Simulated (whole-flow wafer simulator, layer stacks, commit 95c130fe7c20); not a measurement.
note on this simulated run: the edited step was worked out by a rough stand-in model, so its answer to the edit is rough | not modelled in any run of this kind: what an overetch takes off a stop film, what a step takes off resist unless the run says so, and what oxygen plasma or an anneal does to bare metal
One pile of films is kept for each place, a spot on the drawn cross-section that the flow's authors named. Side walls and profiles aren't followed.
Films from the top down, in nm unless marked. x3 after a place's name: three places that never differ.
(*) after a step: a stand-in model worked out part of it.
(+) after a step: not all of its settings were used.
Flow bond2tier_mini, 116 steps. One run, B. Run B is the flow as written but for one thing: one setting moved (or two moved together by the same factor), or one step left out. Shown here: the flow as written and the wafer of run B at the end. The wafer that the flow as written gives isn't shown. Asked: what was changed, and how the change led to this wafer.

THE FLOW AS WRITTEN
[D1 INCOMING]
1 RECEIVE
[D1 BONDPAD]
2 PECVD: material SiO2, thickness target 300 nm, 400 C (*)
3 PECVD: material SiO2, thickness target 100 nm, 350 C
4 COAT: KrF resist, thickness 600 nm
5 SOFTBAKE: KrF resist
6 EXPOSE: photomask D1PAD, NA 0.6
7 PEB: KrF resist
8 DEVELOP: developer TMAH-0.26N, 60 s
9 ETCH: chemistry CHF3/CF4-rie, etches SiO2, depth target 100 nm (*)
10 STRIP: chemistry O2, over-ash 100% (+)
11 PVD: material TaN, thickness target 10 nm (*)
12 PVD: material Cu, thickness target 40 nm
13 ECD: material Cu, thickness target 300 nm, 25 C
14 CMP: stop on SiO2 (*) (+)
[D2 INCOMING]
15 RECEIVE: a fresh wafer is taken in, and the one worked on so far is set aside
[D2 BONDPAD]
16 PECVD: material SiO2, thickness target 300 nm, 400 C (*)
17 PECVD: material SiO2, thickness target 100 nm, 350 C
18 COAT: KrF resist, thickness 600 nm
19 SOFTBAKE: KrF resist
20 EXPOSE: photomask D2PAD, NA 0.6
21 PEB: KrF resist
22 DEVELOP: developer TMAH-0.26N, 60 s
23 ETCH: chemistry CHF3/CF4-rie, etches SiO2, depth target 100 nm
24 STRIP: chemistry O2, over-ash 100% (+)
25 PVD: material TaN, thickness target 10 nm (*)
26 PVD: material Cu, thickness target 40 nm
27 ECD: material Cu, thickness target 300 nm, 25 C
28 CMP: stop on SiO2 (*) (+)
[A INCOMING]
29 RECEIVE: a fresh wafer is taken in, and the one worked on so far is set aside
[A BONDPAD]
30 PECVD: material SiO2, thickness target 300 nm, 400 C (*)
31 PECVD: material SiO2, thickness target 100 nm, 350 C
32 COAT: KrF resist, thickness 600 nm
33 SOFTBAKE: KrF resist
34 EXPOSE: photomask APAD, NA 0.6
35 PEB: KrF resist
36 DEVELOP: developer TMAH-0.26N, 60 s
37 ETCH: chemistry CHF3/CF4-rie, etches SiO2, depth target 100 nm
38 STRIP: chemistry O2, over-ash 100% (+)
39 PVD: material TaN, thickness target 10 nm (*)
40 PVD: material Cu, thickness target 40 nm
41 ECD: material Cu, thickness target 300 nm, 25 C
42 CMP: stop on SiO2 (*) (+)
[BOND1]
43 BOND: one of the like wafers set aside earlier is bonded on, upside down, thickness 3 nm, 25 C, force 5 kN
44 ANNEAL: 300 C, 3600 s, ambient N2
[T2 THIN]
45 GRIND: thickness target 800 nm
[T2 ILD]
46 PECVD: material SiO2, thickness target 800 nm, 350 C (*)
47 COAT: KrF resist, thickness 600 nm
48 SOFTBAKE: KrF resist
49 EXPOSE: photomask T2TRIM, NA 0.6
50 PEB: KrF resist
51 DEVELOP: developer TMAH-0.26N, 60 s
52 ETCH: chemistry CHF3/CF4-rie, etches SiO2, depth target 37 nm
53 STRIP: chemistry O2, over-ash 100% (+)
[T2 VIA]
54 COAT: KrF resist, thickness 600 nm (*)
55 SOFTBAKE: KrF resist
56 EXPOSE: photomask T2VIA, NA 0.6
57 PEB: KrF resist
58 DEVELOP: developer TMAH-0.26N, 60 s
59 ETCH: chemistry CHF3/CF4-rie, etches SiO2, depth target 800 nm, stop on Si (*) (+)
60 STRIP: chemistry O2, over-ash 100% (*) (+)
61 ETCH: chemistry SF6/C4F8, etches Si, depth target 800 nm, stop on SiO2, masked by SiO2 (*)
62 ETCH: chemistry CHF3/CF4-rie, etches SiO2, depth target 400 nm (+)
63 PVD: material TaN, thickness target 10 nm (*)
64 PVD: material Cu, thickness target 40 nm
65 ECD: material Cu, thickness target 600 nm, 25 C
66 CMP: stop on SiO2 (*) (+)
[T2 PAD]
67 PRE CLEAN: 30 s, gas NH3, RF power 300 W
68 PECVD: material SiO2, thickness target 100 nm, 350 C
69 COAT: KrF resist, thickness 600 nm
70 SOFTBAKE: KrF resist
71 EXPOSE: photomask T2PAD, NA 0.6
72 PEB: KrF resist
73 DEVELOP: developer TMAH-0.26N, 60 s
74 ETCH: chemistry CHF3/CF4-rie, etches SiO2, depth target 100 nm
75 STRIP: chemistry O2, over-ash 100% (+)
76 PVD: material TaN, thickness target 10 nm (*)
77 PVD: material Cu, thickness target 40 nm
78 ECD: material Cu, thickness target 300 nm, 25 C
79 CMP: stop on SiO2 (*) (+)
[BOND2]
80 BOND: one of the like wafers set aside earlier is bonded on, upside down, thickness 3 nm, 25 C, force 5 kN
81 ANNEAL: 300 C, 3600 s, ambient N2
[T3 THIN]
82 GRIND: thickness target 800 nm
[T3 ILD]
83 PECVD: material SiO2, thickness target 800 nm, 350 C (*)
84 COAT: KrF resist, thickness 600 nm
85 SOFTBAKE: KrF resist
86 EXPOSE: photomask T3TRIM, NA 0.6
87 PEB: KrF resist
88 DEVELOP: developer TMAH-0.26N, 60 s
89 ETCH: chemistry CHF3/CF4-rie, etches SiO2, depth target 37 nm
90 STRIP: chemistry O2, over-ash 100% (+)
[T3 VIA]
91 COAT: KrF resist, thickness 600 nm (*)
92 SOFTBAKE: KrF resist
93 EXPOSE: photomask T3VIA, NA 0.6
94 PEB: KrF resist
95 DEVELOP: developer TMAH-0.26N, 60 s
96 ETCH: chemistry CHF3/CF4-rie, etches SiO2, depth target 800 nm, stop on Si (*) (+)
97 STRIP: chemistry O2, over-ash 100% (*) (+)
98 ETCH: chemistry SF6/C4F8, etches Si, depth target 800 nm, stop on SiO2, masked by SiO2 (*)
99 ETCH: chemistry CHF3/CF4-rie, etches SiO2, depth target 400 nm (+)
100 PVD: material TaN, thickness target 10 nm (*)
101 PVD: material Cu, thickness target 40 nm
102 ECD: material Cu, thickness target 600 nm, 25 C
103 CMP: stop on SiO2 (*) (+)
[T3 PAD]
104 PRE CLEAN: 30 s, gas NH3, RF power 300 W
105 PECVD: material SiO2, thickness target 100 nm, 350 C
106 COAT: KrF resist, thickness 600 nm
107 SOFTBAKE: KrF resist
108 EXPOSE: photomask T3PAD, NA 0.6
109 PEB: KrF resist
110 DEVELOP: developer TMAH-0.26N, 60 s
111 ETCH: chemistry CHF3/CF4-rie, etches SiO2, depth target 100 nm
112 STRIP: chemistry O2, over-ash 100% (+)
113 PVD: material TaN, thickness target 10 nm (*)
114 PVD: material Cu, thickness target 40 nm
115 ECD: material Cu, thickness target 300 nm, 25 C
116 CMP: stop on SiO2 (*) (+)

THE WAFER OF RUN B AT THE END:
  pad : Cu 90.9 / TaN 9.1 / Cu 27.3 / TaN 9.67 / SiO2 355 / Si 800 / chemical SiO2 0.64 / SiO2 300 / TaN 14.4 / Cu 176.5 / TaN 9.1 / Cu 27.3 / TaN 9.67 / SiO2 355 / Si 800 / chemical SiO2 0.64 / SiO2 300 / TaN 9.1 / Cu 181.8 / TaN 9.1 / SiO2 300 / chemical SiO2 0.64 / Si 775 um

The cause: step 25, PVD: thickness target 15.8 nm was run, where the flow has thickness target 10 nm.

How the change led to this, step by step:
  25 PVD: material TaN, thickness target 10 nm (*)
      field: TaN +15.8 (new film) (as written it would be: TaN +10 (new film))
      pad: TaN +14.4 (new film) (as written it would be: TaN +9.1 (new film))
      (and at 1 more place)
  28 CMP: stop on SiO2 (*) (+)
      field: Cu -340 (all of it), TaN -15.8 (all of it) (as written it would be: Cu -340 (all of it), TaN -10 (all of it))
  80 BOND: one of the like wafers set aside earlier is bonded on, upside down, thickness 3 nm, 25 C, force 5 kN
      pad: Si +775 um (new film), chemical SiO2 +0.64 (new film), SiO2 +300 (new film), TaN +14.4 (new film), Cu +85.6 (as written it would be: Si +775 um (new film), chemical SiO2 +0.64 (new film), SiO2 +300 (new film), TaN +9.1 (new film), Cu +90.9)
